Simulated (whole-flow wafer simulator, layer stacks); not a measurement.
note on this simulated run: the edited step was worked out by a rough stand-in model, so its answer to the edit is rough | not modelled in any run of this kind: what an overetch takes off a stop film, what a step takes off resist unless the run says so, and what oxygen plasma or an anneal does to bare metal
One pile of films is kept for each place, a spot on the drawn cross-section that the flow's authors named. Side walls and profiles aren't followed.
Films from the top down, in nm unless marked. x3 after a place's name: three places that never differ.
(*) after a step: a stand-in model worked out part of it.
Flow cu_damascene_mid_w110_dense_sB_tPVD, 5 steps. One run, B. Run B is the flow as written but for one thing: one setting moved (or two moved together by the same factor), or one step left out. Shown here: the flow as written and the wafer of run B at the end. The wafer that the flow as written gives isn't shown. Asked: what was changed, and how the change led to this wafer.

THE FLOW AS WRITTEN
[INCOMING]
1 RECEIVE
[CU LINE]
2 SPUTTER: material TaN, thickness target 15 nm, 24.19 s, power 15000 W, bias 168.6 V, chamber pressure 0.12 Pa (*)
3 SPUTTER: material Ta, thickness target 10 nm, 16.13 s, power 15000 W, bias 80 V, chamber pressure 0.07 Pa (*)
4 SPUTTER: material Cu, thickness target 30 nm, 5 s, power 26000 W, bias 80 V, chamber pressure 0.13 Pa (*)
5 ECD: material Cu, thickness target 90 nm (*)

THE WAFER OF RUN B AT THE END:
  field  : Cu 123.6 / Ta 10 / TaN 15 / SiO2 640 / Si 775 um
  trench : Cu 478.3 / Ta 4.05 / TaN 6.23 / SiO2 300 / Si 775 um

The cause: step 4, SPUTTER: power 29120 W was run, where the flow has power 26000 W.

How the change led to this, step by step:
  4 SPUTTER: material Cu, thickness target 30 nm, 5 s, power 26000 W, bias 80 V, chamber pressure 0.13 Pa (*)
      field: Cu +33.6 (new film) (as written it would be: Cu +30 (new film))
      trench: Cu +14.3 (new film) (as written it would be: Cu +12.5 (new film))
